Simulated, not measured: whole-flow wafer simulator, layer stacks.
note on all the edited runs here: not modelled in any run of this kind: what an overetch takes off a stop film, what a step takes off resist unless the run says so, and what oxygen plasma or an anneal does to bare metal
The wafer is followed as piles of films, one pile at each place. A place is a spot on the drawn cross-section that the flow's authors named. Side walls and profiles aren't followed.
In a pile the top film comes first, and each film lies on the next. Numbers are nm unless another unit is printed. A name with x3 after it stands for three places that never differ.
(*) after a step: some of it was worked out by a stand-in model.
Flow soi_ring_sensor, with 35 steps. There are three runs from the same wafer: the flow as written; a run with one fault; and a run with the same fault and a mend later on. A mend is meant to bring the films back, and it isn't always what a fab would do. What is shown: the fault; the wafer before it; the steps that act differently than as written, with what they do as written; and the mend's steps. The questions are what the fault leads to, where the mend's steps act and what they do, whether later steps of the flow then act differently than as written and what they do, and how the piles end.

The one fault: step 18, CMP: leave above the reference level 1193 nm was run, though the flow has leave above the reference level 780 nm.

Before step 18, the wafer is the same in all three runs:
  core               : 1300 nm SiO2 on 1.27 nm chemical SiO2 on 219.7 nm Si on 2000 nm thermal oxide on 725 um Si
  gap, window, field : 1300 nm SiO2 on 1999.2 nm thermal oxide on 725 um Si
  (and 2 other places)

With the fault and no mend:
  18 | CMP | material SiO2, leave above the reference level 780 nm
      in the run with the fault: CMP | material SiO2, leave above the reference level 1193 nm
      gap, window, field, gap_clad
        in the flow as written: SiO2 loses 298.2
        in the run with the fault: nothing
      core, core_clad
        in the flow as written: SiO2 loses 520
        in the run with the fault: SiO2 loses 107
  Later steps of the flow acting differently than as written (not shown: 1 more step that differs only slightly, by at most 2% or 0.5 nm, whichever is larger):
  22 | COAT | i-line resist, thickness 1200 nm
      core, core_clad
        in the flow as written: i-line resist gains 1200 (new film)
        in the run with the fault: i-line resist gains 1100.4 (new film)
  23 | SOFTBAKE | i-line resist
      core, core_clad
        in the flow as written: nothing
        in the run with the fault: i-line resist loses 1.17
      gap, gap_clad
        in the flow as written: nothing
        in the run with the fault: i-line resist loses 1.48
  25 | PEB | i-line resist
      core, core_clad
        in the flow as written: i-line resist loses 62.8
        in the run with the fault: i-line resist loses 57.3
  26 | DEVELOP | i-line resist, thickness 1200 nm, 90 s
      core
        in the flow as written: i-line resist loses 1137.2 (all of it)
        in the run with the fault: i-line resist loses 1041.9 (all of it)
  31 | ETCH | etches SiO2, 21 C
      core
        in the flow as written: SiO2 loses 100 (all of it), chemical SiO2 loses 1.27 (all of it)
        in the run with the fault: SiO2 loses 462
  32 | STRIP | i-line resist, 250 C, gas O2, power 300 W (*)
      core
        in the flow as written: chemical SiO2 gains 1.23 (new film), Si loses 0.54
        in the run with the fault: nothing
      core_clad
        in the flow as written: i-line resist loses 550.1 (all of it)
        in the run with the fault: i-line resist loses 455.1 (all of it)
  The piles end different from the flow's at core, field, core_clad by more than 2% or 0.5 nm, whichever is larger.
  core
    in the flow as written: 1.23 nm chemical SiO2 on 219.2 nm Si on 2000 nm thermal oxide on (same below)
    in the run with the fault: 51 nm SiO2 on 1.27 nm chemical SiO2 on 219.7 nm Si on 2000 nm thermal oxide on (same below)
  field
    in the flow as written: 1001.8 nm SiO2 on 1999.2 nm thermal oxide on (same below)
    in the run with the fault: 1300 nm SiO2 on 1999.2 nm thermal oxide on (same below)
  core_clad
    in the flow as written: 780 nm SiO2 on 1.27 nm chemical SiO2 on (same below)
    in the run with the fault: 1193 nm SiO2 on 1.27 nm chemical SiO2 on (same below)

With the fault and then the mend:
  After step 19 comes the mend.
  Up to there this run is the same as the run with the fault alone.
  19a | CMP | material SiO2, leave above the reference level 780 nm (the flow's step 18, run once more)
      gap, window, field, gap_clad
        SiO2 loses 298.2
      core, core_clad
        SiO2 loses 413
  Every later step of the flow that is run acts as written at every place that is followed.
  By the end, the piles equal the flow's at every place that both follow.
